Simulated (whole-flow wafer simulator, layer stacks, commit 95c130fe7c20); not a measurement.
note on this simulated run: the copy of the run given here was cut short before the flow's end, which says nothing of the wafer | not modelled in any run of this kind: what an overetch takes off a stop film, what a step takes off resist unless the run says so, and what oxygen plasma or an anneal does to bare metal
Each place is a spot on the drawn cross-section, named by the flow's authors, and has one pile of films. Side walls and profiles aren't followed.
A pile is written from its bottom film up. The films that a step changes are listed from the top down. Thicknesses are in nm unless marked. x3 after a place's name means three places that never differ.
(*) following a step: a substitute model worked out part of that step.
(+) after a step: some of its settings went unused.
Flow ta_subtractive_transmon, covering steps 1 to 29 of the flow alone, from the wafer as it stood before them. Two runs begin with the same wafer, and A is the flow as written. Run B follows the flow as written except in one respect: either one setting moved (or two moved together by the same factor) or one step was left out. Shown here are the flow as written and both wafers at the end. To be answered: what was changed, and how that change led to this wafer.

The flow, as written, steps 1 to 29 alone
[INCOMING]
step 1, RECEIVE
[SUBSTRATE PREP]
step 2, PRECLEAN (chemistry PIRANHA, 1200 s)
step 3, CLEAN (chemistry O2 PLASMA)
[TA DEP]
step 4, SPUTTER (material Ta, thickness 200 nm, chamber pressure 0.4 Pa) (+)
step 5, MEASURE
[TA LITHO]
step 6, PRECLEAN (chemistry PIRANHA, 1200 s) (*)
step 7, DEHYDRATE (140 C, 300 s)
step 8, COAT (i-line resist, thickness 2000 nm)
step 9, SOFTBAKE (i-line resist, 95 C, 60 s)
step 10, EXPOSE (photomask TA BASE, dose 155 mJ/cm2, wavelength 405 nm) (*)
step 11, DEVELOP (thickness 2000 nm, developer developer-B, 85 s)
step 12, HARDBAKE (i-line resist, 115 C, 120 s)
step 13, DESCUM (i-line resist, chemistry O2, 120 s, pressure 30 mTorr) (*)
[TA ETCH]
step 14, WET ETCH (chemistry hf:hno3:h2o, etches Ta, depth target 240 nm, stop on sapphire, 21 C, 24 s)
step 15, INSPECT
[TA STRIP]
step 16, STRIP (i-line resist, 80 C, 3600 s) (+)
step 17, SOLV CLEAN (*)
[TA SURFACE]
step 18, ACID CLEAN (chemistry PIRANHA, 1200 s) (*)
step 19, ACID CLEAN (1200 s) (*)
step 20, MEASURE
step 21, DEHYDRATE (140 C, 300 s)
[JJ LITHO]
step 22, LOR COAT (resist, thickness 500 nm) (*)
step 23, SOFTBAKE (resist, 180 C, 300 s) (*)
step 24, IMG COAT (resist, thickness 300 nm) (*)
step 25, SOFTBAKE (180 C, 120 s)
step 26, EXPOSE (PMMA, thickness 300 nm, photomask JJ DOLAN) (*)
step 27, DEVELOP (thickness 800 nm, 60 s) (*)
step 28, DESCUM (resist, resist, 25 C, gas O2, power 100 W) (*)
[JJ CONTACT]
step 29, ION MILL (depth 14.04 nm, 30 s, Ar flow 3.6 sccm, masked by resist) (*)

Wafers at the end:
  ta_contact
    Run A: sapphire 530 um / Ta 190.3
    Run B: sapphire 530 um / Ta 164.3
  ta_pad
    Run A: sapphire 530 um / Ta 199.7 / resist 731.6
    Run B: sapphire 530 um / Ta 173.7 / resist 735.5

What caused this: step 4, SPUTTER: thickness 174 nm was run, though the flow has thickness 200 nm.

Step by step, how the change led to this:
  step 4, SPUTTER (material Ta, thickness 200 nm, chamber pressure 0.4 Pa) (+)
      field x2, jj_line, lead, ta_contact, ta_pad: A +200 Ta (new film) | B +174 Ta (new film)
  step 14, WET ETCH (chemistry hf:hno3:h2o, etches Ta, depth target 240 nm, stop on sapphire, 21 C, 24 s)
      field x2, jj_line, lead: A -200 Ta (all of it) | B -174 Ta (all of it)
